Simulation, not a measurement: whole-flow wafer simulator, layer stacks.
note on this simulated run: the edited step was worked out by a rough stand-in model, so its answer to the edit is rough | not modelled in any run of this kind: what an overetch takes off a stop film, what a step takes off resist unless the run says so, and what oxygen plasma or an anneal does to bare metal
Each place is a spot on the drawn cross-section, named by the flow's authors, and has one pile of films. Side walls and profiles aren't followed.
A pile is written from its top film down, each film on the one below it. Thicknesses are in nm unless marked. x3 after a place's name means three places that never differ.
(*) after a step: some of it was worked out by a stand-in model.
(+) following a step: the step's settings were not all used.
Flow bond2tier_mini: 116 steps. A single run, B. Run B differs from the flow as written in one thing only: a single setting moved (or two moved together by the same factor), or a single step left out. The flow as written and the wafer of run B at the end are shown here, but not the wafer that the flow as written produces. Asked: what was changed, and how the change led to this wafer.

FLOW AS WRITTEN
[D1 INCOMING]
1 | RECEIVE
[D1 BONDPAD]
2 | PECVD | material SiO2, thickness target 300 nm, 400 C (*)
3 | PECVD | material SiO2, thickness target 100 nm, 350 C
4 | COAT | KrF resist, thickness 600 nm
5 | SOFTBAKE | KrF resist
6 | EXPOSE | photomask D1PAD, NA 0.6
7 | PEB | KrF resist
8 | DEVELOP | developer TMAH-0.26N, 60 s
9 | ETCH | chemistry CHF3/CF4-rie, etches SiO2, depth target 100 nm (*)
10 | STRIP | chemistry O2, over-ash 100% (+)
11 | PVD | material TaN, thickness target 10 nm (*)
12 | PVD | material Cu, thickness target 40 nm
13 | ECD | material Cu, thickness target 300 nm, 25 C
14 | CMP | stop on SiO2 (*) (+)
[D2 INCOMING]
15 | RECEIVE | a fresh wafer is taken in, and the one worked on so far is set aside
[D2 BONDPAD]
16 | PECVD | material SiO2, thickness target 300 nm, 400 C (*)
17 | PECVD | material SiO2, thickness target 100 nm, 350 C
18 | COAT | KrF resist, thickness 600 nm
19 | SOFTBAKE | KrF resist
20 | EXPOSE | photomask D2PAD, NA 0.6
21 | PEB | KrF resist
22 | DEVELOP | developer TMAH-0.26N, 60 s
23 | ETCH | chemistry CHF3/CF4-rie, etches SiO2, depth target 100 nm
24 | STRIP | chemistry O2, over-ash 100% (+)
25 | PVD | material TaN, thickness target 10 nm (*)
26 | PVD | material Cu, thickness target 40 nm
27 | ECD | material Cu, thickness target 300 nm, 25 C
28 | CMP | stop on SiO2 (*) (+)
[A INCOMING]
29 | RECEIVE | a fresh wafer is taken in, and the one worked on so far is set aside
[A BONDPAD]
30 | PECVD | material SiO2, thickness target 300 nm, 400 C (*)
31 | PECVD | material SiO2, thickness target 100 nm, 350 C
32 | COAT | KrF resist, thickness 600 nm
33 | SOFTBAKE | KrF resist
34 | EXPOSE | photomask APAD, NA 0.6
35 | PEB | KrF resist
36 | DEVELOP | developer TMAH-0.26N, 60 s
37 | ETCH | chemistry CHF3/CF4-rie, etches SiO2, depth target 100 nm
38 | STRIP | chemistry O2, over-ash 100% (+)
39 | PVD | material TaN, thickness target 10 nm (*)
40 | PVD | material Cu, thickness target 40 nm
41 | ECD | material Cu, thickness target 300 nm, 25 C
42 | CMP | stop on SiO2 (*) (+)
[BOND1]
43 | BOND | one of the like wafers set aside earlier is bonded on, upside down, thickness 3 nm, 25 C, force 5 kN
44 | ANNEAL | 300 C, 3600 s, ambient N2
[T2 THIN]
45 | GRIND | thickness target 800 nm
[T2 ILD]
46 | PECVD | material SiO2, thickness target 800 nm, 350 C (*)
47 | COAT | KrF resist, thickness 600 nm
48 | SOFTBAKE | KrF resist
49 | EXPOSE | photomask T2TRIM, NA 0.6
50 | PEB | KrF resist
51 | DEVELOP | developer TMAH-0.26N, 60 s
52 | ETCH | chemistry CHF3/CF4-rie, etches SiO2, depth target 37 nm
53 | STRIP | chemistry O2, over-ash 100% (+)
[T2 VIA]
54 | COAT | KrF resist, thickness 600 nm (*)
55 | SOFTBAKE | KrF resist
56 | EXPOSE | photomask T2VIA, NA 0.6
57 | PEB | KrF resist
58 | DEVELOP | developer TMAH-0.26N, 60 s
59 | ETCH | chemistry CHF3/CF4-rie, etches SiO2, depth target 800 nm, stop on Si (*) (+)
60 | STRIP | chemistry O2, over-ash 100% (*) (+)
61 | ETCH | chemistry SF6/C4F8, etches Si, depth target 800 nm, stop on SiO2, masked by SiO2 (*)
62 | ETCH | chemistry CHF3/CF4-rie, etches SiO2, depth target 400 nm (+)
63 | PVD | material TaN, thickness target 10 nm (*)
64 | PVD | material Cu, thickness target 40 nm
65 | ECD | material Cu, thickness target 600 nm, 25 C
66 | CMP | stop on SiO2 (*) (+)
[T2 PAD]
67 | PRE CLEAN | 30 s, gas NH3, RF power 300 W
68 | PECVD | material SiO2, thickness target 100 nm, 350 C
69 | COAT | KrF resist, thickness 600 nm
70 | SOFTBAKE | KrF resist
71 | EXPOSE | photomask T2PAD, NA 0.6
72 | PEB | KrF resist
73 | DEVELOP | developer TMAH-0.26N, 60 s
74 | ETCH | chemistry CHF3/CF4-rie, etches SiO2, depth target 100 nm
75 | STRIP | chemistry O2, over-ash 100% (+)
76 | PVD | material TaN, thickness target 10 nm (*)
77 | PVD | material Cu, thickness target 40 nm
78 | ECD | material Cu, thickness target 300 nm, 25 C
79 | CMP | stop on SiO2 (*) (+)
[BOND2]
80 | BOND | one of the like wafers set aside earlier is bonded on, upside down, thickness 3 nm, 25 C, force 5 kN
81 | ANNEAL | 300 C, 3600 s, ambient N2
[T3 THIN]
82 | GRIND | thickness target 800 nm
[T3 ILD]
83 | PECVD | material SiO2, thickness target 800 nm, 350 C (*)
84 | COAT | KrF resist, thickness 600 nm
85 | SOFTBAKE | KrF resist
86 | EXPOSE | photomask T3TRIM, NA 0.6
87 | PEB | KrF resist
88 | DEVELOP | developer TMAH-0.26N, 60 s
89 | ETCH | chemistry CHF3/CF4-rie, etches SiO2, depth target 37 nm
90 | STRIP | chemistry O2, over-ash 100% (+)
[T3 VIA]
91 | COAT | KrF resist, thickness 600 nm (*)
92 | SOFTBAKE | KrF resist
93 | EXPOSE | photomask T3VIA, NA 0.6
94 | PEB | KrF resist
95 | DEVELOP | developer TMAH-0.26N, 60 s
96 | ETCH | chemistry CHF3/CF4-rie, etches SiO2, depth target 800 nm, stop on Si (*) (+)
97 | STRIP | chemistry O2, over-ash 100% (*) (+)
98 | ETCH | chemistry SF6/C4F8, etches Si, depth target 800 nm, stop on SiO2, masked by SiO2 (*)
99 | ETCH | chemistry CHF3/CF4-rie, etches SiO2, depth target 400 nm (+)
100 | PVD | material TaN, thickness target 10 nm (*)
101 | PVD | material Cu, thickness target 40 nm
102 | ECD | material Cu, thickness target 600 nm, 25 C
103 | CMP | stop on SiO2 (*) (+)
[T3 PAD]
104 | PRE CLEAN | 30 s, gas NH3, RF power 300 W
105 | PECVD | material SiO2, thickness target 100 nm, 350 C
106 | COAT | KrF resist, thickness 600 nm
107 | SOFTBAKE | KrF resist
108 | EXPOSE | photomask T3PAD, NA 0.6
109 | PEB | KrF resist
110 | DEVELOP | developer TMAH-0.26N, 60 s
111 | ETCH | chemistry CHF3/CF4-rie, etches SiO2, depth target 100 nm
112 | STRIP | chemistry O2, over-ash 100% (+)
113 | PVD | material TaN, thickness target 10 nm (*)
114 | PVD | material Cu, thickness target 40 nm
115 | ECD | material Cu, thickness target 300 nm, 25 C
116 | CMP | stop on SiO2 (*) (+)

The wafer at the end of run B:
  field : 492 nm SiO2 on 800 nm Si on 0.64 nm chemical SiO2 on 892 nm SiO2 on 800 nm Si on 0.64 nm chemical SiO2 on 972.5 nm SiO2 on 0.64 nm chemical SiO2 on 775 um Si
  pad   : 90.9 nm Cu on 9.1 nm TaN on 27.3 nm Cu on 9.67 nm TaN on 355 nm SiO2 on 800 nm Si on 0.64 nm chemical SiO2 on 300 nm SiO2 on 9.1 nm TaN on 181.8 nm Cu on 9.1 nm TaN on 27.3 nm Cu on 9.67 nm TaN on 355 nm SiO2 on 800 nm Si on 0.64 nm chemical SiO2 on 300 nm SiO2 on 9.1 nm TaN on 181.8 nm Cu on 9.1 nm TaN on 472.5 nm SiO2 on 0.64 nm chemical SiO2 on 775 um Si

The reason: step 30, PECVD: thickness target 472.5 nm was run, though the flow has thickness target 300 nm.
The wafer itself shows it: pad has SiO2 472.5, and step 30 as written asks for 300 nm.

How this came from the change, step by step:
  30 | PECVD | material SiO2, thickness target 300 nm, 400 C (*)
      field, pad, via: SiO2 gains 472.5 (new film) (as written it would have been: SiO2 gains 300 (new film))
